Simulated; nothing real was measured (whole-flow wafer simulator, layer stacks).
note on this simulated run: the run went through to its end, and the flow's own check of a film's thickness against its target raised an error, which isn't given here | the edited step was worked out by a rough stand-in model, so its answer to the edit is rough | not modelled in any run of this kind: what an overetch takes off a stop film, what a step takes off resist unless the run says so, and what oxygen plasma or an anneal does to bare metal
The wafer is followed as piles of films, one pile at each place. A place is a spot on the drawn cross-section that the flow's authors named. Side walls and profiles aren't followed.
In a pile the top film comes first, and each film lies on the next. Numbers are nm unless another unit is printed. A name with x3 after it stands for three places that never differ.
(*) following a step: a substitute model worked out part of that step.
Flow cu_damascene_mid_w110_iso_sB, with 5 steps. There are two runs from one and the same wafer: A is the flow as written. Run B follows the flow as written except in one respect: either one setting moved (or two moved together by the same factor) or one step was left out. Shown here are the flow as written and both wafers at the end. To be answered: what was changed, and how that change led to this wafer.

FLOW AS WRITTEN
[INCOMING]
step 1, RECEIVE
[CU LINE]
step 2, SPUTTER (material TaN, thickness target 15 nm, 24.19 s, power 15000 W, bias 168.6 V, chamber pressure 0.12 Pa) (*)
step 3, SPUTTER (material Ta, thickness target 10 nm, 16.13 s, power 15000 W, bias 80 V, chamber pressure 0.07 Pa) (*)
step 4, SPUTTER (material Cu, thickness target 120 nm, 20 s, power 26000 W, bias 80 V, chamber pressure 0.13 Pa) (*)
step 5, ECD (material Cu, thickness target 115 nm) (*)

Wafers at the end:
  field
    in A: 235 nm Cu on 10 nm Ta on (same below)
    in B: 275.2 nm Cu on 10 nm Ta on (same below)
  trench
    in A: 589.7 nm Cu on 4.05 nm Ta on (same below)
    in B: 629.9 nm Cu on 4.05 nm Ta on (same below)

What caused this: step 5, ECD: thickness target 155.2 nm was run, whereas the flow has thickness target 115 nm.

The path from the change to this, step by step:
  step 5, ECD (material Cu, thickness target 115 nm) (*)
      field: A +115 Cu | B +155.2 Cu
      trench: A +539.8 Cu | B +580 Cu
